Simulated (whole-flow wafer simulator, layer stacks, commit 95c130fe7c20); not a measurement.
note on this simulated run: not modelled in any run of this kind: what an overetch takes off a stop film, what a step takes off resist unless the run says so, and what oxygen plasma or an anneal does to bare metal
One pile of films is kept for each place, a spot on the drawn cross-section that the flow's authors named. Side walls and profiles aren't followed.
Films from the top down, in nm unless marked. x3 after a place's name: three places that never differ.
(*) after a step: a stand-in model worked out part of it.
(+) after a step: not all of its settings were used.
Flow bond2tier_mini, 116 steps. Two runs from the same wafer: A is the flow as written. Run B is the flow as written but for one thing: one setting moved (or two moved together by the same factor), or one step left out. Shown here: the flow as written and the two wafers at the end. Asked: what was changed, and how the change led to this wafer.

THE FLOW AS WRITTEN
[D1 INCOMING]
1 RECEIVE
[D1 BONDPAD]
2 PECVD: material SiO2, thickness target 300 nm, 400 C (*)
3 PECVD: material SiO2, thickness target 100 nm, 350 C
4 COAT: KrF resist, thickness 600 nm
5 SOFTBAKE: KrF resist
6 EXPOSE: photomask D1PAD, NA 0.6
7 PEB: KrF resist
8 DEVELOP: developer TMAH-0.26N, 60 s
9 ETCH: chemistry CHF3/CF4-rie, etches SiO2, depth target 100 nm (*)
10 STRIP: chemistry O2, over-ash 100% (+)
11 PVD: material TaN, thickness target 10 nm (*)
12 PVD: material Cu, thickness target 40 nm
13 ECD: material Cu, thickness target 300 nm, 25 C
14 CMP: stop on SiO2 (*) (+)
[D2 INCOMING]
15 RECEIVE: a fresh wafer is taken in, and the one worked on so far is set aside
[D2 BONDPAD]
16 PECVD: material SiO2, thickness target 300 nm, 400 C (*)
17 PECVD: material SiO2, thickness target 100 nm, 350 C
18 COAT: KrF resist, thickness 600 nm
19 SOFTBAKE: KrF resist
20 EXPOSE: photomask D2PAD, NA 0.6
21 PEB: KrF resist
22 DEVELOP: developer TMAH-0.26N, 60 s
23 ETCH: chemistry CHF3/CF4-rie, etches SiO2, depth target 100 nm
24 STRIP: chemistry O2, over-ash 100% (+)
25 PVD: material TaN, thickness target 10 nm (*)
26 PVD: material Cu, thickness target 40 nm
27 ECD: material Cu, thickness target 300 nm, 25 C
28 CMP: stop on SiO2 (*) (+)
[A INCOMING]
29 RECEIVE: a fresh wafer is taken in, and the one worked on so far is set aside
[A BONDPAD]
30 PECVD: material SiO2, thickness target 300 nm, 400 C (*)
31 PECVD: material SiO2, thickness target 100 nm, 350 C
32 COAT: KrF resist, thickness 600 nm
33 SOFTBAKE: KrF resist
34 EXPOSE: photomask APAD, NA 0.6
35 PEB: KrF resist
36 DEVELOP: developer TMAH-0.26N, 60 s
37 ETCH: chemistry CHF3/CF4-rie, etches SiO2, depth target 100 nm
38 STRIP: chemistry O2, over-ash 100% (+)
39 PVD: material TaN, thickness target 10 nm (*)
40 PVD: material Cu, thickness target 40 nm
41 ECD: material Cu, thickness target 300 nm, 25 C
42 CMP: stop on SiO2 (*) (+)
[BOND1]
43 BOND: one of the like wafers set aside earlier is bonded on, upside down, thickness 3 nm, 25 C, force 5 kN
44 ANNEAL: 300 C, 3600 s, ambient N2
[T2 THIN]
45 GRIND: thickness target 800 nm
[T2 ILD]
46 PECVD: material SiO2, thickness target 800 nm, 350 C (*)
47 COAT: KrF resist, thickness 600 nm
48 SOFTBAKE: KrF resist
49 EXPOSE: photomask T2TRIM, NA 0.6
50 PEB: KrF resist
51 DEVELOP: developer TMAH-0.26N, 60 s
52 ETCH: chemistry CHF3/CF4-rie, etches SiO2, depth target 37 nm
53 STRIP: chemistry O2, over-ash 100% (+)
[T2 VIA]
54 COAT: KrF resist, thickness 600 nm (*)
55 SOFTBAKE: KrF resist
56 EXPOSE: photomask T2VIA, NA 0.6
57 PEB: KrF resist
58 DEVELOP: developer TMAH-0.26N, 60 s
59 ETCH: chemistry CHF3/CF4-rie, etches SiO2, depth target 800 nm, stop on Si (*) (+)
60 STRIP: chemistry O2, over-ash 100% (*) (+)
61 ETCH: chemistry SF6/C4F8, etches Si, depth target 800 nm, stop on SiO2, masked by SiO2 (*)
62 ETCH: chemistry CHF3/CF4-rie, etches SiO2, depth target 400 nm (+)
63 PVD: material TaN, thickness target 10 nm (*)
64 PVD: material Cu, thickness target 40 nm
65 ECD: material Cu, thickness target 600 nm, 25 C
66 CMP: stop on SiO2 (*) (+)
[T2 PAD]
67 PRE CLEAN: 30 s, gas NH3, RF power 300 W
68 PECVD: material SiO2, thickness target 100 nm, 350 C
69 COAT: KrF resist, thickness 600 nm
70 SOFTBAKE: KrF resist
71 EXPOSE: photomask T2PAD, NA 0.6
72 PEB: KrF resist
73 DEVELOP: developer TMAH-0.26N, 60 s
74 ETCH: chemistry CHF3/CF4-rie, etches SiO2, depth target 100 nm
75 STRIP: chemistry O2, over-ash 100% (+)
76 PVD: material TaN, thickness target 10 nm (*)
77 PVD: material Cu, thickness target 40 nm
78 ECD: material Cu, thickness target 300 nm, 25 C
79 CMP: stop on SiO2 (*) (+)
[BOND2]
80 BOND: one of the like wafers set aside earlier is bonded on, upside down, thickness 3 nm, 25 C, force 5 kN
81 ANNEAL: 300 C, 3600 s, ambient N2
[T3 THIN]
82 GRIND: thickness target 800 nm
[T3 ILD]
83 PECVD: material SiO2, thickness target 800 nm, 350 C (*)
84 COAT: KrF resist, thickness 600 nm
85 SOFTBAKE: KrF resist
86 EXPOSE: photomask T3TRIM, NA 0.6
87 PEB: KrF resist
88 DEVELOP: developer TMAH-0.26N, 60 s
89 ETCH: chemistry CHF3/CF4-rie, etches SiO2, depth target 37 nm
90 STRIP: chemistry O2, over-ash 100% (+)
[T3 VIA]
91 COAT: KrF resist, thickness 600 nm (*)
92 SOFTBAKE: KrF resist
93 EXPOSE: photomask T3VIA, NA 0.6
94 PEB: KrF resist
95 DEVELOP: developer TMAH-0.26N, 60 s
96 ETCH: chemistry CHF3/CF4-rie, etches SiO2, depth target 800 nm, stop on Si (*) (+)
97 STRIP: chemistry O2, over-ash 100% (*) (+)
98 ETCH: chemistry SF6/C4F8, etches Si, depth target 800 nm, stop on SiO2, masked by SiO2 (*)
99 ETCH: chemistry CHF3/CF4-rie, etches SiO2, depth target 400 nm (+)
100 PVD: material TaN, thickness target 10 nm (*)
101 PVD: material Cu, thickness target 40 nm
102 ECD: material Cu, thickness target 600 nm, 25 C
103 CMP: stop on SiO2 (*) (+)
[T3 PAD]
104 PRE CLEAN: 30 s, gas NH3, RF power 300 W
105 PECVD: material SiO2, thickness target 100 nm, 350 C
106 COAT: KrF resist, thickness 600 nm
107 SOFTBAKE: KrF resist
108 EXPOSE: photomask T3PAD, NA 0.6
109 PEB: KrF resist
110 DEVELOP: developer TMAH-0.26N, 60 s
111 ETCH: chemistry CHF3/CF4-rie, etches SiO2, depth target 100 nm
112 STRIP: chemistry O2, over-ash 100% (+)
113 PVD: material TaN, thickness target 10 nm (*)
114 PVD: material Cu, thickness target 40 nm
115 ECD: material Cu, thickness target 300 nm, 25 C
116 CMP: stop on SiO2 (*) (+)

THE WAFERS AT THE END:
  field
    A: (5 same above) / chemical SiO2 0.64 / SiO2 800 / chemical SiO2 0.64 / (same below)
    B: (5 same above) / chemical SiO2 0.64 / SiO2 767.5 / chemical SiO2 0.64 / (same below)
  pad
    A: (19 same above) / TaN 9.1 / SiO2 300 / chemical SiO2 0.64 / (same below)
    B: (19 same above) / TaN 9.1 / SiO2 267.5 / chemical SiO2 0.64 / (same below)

The cause: step 31, PECVD: thickness target 67.5 nm was run, where the flow has thickness target 100 nm.

How the change led to this, step by step:
  31 PECVD: material SiO2, thickness target 100 nm, 350 C
      field, pad, via: A SiO2 +100 | B SiO2 +67.5
